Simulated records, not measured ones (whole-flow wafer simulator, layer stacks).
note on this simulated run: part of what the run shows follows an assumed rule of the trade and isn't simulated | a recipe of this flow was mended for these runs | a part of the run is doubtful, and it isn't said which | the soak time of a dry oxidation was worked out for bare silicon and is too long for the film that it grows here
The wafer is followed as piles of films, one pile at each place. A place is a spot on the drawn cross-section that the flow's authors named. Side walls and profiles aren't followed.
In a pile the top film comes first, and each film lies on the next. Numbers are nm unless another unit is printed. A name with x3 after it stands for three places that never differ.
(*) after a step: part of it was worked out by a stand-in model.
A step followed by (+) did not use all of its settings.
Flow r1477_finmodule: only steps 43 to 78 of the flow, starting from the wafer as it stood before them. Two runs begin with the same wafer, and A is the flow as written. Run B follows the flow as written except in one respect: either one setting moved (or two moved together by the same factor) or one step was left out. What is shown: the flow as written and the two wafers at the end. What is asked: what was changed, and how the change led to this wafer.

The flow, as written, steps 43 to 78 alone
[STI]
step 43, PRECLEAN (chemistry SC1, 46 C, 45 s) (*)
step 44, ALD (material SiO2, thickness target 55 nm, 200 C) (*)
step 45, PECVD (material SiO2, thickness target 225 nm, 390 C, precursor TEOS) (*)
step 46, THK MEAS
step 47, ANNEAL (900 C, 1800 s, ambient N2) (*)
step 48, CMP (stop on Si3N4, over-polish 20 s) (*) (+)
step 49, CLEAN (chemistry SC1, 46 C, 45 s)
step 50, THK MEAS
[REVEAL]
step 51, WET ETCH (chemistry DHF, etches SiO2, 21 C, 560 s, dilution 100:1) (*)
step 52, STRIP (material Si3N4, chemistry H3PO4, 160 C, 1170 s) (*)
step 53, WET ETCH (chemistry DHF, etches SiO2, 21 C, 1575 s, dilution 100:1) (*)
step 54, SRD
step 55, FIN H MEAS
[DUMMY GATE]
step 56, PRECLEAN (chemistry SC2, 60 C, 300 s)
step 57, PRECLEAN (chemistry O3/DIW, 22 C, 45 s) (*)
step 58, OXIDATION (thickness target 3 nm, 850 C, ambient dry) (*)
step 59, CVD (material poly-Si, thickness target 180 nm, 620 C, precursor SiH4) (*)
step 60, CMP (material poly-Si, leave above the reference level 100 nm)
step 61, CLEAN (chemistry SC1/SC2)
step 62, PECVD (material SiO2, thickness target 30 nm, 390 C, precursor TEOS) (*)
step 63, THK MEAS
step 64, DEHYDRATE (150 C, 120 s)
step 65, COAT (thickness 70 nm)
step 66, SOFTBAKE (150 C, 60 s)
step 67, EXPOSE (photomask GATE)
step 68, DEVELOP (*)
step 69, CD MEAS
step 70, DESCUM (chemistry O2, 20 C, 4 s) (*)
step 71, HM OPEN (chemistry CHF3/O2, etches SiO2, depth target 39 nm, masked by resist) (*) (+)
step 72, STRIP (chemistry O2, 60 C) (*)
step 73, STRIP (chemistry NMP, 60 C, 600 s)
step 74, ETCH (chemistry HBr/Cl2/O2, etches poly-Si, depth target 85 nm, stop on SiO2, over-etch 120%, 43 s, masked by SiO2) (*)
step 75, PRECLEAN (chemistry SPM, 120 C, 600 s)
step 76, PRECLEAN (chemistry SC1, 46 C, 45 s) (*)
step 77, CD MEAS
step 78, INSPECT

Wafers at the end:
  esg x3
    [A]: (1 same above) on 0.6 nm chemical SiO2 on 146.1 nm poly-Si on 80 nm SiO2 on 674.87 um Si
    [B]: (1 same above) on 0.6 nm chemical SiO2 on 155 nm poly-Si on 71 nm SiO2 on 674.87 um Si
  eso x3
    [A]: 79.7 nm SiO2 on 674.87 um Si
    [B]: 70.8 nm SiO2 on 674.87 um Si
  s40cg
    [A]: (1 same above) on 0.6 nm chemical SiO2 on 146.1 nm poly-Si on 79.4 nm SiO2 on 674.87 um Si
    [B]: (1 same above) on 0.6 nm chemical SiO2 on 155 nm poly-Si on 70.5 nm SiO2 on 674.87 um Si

What caused this: step 44, ALD: material SiO2, thickness target 55 nm, 200 C (*), was skipped.

How this came from the change, step by step:
  step 45, PECVD (material SiO2, thickness target 225 nm, 390 C, precursor TEOS) (*)
      pad, padg, elg x4, elo x4: A +225 SiO2 | B +225 SiO2 (new film)
      esg x3, e200sg, eso x3, e200so: A +225 SiO2 | B +393.2 SiO2 (new film)
      (also at 12 further places)
  step 47, ANNEAL (900 C, 1800 s, ambient N2) (*)
      s40cg, s40sg, s45cg and 9 more: A -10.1 SiO2 | B -19.5 SiO2
      esg x3, e200sg, eso x3, e200so: A -10.1 SiO2 | B -17.7 SiO2
  step 48, CMP (stop on Si3N4, over-polish 20 s) (*) (+)
      s40cg, s40sg, s45cg and 9 more: A -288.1 SiO2 | B -223.7 SiO2
      elg x4, elo x4: A -247.6 SiO2 | B -192.6 SiO2
      (also at 16 further places)
  step 51, WET ETCH (chemistry DHF, etches SiO2, 21 C, 560 s, dilution 100:1) (*)
      esg x3, e200sg, s40cg and 15 more: A -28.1 SiO2 | B -30.5 SiO2
  step 53, WET ETCH (chemistry DHF, etches SiO2, 21 C, 1575 s, dilution 100:1) (*)
      esg x3, e200sg, s40cg and 15 more: A -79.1 SiO2 | B -85.7 SiO2
  step 59, CVD (material poly-Si, thickness target 180 nm, 620 C, precursor SiH4) (*)
      esg x3, s40cg, s40sg and 13 more: A +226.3 poly-Si (new film) | B +235.2 poly-Si (new film)
      e200sg, e200so: A +219.2 poly-Si (new film) | B +235.2 poly-Si (new film)
  step 60, CMP (material poly-Si, leave above the reference level 100 nm)
      e200sg, e200so: A -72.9 poly-Si | B -80 poly-Si
  step 74, ETCH (chemistry HBr/Cl2/O2, etches poly-Si, depth target 85 nm, stop on SiO2, over-etch 120%, 43 s, masked by SiO2) (*)
      eso x3, e200so, s40co, s40so, s45co, s45so, s50co, s50so: A -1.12 chemical SiO2 (all of it), -143.9 poly-Si (all of it), -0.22 SiO2 | B -1.12 chemical SiO2 (all of it), -152.8 poly-Si (all of it), -0.17 SiO2
